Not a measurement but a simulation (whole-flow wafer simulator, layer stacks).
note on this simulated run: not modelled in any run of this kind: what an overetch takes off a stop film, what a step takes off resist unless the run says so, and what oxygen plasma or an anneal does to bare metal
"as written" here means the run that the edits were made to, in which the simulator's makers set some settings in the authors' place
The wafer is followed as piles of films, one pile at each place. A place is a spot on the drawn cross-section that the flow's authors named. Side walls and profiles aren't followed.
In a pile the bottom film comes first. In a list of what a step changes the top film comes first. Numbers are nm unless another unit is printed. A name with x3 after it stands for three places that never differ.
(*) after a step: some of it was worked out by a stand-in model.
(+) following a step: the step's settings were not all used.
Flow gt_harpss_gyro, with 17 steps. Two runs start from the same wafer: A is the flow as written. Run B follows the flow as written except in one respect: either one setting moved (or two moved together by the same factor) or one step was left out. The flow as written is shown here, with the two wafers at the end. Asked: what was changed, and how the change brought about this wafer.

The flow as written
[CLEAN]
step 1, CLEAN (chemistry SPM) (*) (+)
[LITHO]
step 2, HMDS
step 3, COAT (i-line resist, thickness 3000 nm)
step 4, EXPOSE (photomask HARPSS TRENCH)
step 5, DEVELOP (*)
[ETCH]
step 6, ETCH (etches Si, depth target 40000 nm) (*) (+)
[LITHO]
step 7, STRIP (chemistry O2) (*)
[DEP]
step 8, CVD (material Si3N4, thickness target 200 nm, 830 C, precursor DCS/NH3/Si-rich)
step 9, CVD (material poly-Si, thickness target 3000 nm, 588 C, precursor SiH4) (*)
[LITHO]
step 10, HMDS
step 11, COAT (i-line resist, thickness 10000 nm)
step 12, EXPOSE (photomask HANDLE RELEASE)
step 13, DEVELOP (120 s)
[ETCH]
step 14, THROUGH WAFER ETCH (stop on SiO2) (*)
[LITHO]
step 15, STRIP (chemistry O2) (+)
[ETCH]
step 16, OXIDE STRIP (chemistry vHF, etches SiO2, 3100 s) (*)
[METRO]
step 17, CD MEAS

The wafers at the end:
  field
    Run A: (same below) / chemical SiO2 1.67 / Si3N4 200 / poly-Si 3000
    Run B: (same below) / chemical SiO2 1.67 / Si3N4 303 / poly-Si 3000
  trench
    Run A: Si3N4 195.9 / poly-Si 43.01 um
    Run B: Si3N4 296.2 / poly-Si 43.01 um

The reason: step 8, CVD: thickness target 303 nm was run, while the flow as written has thickness target 200 nm.
One can read it off the wafer: field has Si3N4 303, and step 8 as written asks for 200 nm.

How this came from the change, step by step:
  step 8, CVD (material Si3N4, thickness target 200 nm, 830 C, precursor DCS/NH3/Si-rich)
      field: A Si3N4 gains 200 (new film) | B Si3N4 gains 303 (new film)
      trench: A Si3N4 gains 195.9 (new film) | B Si3N4 gains 296.2 (new film)
